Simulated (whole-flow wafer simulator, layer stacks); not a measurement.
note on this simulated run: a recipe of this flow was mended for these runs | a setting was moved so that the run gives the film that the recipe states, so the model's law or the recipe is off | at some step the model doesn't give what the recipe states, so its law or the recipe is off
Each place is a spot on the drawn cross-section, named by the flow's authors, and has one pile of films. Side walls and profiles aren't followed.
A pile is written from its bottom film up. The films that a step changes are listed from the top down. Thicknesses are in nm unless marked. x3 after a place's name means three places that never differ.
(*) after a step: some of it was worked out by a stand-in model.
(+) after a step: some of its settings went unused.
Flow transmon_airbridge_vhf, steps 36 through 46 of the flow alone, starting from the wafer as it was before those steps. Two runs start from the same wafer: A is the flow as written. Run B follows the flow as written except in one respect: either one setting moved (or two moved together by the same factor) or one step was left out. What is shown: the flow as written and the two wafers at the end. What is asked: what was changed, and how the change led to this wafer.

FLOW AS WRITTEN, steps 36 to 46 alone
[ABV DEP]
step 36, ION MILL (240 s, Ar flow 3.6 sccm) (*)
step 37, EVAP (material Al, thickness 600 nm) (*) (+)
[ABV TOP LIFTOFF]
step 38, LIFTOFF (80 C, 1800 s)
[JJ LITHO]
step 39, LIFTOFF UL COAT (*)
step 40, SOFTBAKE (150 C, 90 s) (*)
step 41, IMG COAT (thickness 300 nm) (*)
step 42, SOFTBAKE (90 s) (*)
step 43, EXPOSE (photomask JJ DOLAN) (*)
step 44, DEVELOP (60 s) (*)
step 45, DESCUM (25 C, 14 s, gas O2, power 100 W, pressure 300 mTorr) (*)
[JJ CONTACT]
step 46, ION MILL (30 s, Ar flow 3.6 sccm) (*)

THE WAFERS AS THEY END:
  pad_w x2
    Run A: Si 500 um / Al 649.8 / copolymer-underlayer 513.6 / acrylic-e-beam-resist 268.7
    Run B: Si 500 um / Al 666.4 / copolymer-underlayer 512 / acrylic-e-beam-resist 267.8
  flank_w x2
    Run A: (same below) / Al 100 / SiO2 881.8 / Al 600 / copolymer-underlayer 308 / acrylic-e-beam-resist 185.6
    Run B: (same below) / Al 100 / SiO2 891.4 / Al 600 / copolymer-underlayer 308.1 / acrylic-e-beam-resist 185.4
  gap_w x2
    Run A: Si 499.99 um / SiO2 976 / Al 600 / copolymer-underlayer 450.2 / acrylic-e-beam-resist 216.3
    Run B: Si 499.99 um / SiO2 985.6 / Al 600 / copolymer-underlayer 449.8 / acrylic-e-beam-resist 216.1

The reason: step 36, ION MILL: 144 s was run, though the flow has 240 s.

Step by step, how the change led to this:
  step 36, ION MILL (240 s, Ar flow 3.6 sccm) (*)
      field x3, jj_line, ground_far, trace_open_s x2, margin_s, margin_n: A i-line-resist loses 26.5 | B i-line-resist loses 15.9
      flank_w x2, gap_w x2, cpw_trace, bridge_strip: A SiO2 loses 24 | B SiO2 loses 14.4
      (as well as at 2 more places)
  step 38, LIFTOFF (80 C, 1800 s)
      margin_s, margin_n: A Al loses 600 (all of it), i-line-resist loses 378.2 (all of it), lift-off-underlayer loses 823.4 (all of it), acrylic-e-beam-resist loses 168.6 (all of it) | B Al loses 600 (all of it), i-line-resist loses 388.8 (all of it), lift-off-underlayer loses 823.4 (all of it), acrylic-e-beam-resist loses 168.6 (all of it)
